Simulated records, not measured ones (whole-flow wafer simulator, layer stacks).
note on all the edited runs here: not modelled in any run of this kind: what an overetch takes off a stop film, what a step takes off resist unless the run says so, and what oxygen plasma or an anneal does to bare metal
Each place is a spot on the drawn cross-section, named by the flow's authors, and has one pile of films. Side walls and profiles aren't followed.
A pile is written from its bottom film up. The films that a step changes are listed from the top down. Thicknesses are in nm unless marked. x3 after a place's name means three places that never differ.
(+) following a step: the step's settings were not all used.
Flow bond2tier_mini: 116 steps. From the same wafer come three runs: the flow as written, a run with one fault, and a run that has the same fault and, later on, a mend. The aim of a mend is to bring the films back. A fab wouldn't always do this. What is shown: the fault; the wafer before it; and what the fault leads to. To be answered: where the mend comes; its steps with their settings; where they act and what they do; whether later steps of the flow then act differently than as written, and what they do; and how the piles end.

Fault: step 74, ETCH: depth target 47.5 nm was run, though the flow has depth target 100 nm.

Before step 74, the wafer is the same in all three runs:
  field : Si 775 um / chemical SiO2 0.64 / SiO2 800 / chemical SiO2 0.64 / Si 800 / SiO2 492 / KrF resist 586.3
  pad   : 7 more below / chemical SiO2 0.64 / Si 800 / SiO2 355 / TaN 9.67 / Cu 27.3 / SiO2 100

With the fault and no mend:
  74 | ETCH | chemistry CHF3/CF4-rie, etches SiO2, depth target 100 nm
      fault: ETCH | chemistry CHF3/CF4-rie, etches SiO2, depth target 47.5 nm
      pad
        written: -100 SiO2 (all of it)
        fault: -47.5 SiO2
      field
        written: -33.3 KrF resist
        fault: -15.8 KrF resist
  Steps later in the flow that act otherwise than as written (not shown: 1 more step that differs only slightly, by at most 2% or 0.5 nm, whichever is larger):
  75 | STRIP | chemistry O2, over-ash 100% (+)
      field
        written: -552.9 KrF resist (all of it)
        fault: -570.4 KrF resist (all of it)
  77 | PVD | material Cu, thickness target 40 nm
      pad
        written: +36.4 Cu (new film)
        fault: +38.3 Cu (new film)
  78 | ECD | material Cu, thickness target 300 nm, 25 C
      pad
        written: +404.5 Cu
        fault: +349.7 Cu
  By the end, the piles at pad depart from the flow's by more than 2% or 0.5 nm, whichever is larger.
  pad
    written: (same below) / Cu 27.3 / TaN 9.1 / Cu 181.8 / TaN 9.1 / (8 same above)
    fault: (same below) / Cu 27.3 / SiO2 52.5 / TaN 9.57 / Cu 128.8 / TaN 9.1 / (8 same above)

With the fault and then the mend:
  The mend follows step 74.
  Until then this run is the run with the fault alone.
  74a | ETCH | chemistry CHF3/CF4-rie, etches SiO2, depth target 52.5 nm (a further turn of the flow's step 74, with different settings)
      field
        -17.5 KrF resist
      pad
        -52.5 SiO2 (all of it)
  Every later step of the flow that is run acts as written at every place that is followed.
  At every place that both follow, the piles at the end match the flow's.
